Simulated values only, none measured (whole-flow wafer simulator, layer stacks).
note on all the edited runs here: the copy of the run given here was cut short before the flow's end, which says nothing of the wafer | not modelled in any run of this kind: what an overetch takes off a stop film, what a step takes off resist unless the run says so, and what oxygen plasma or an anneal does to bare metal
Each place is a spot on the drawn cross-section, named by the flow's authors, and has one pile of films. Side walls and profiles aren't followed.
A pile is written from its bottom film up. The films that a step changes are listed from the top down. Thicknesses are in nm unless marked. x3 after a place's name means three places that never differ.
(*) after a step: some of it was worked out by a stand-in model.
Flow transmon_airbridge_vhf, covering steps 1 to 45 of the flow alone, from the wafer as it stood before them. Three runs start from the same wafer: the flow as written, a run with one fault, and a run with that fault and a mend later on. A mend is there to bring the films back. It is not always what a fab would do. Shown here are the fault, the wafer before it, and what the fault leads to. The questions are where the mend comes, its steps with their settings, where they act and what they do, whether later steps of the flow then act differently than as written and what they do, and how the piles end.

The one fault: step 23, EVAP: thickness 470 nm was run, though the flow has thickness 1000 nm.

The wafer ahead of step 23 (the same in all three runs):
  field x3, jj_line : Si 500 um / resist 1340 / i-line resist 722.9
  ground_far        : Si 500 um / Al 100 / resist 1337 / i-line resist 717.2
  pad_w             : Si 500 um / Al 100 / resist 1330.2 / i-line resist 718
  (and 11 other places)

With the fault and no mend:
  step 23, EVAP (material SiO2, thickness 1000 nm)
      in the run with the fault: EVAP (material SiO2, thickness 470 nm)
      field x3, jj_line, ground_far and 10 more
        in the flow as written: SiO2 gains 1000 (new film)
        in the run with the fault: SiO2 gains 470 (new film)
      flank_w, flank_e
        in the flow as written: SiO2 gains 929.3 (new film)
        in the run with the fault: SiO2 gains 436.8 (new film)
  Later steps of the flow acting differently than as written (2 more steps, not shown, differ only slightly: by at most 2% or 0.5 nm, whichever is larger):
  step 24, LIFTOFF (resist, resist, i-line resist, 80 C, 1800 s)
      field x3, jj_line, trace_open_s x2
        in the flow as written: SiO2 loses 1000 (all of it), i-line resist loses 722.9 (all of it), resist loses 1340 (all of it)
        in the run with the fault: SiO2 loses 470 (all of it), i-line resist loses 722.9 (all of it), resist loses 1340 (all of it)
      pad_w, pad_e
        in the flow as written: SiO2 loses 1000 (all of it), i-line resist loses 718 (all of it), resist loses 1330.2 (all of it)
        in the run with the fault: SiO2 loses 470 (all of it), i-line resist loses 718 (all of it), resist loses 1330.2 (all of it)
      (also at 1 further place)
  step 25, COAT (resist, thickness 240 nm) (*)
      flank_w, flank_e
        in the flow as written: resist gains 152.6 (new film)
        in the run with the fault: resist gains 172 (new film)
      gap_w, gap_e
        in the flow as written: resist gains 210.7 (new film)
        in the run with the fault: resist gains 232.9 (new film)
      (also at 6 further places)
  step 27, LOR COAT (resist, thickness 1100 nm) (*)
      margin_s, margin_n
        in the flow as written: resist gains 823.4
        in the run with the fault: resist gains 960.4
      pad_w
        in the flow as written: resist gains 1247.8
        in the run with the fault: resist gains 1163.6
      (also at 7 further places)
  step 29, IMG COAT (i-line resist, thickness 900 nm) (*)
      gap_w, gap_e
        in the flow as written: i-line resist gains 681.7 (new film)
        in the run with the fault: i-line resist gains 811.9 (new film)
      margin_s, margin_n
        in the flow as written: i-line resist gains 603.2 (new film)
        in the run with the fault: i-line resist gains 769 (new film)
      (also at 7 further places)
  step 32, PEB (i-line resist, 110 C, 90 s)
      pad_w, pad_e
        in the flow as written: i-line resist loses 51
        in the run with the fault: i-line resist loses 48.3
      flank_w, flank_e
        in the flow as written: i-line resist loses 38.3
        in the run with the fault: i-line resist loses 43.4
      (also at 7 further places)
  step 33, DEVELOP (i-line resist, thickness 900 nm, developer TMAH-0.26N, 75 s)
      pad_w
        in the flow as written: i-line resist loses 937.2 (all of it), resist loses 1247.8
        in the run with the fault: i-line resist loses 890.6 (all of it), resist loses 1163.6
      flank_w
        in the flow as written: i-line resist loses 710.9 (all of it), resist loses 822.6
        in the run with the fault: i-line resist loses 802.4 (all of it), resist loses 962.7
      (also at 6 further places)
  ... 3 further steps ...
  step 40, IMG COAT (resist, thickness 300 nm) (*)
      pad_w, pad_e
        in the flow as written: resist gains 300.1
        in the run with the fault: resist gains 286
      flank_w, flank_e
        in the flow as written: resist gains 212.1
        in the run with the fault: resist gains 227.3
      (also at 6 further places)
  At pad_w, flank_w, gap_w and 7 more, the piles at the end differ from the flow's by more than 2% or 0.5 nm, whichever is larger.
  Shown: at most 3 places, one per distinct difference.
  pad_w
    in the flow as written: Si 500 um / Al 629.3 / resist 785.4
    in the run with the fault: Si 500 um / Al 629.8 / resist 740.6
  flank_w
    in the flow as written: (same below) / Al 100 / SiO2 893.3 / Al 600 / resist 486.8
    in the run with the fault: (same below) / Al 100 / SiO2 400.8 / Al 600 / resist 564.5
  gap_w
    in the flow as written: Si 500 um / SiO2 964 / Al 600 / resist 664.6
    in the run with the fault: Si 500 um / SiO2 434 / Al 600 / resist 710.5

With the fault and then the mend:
  After step 23 comes the mend.
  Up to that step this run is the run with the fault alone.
  step 23a, EVAP (material SiO2, thickness 530 nm) (a further turn of the flow's step 23, with different settings)
      field x3, jj_line, ground_far and 10 more
        SiO2 gains 530
      flank_w, flank_e
        SiO2 gains 493.2
  None of the later steps of the flow differs from how it acts as written, at any place that is followed, by more than 2% or 0.5 nm, whichever is larger.
  The piles end only slightly different from the flow's at the places that both follow, by no more than 2% or 0.5 nm, whichever is larger.
